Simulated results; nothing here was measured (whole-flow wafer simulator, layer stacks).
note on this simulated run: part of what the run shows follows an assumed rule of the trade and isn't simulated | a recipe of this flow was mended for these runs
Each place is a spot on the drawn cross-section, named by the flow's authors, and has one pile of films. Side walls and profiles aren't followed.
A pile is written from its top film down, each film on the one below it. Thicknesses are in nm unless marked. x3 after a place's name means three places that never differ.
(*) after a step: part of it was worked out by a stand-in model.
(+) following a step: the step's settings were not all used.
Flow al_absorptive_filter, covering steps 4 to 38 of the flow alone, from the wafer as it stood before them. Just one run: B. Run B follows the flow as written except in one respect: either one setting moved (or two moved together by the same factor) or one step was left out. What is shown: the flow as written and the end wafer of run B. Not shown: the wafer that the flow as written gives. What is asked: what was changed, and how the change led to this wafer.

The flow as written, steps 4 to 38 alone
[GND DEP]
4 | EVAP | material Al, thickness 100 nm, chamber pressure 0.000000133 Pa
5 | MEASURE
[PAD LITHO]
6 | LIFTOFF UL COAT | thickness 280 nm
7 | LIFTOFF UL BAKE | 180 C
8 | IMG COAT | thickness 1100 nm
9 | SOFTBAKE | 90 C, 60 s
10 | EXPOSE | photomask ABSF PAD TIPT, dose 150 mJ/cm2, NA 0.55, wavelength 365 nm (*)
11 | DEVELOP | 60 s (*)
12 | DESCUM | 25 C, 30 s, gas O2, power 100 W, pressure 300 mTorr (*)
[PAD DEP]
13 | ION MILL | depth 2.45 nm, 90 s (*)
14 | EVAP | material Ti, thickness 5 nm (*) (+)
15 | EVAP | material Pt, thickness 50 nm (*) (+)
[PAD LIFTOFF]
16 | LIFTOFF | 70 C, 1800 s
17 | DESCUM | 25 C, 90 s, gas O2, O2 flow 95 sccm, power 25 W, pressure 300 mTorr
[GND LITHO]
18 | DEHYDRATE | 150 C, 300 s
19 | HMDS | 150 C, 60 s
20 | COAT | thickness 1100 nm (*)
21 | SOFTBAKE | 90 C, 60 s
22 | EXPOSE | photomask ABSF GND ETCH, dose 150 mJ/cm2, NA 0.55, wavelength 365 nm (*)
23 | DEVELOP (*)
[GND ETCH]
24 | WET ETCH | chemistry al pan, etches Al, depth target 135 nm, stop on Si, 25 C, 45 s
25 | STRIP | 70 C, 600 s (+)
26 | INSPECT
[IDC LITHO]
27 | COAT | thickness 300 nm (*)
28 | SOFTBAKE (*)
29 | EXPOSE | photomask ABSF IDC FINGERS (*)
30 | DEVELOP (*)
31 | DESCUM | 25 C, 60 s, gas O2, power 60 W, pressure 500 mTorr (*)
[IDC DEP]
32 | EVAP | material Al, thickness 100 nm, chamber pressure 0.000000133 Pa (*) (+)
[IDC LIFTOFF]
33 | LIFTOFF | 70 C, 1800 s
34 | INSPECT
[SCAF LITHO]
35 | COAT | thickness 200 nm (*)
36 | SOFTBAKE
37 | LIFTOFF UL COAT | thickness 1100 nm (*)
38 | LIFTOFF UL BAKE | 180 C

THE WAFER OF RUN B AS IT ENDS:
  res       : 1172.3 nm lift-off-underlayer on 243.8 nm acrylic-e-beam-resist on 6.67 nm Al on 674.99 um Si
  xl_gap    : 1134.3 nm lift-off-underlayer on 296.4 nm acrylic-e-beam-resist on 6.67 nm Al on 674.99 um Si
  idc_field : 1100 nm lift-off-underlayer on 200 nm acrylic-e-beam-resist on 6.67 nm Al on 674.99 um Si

The reason: step 4, EVAP: thickness 155 nm was run, whereas the flow has thickness 100 nm.

How this came from the change, step by step:
  4 | EVAP | material Al, thickness 100 nm, chamber pressure 0.000000133 Pa
      gnd, pad_far, pad_near and 11 more: Al gains 155 (new film) (it would be, as written: Al gains 100 (new film))
  24 | WET ETCH | chemistry al pan, etches Al, depth target 135 nm, stop on Si, 25 C, 45 s
      res, xl_gap, idc_field, idc_line, idc_space: Al loses 135 (it would be, as written: Al loses 86.7 (all of it))
  27 | COAT | thickness 300 nm (*)
      ledge: e-beam-resist gains 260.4 (new film) (it would be, as written: e-beam-resist gains 274.4 (new film))
      res: e-beam-resist gains 371.9 (new film) (it would be, as written: e-beam-resist gains 349.6 (new film))
      (also at 2 further places)
  31 | DESCUM | 25 C, 60 s, gas O2, power 60 W, pressure 500 mTorr (*)
      idc_line: nothing (it would be, as written: chemical SiO2 gains 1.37 (new film), Si loses 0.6)
  32 | EVAP | material Al, thickness 100 nm, chamber pressure 0.000000133 Pa (*) (+)
      idc_line: Al gains 100 (it would be, as written: Al gains 100 (new film))
  33 | LIFTOFF | 70 C, 1800 s
      ledge: Al loses 100 (all of it), e-beam-resist loses 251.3 (all of it) (it would be, as written: Al loses 100 (all of it), e-beam-resist loses 265.3 (all of it))
      res: Al loses 100 (all of it), e-beam-resist loses 362.9 (all of it) (it would be, as written: Al loses 100 (all of it), e-beam-resist loses 340.6 (all of it))
      (also at 2 further places)
  35 | COAT | thickness 200 nm (*)
      ledge: acrylic-e-beam-resist gains 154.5 (new film) (it would be, as written: acrylic-e-beam-resist gains 169.8 (new film))
      res: acrylic-e-beam-resist gains 243.8 (new film) (it would be, as written: acrylic-e-beam-resist gains 231.4 (new film))
      (also at 2 further places)
  37 | LIFTOFF UL COAT | thickness 1100 nm (*)
      res: lift-off-underlayer gains 1172.3 (new film) (it would be, as written: lift-off-underlayer gains 1148.2 (new film))
With metal films that touch counted as one body, res has 1 body; the flow as written gives 0 bodies.
With metal films that touch counted as one body, xl_gap has 1 body; the flow as written gives 0 bodies.
With metal films that touch counted as one body, idc_field has 1 body; the flow as written gives 0 bodies.
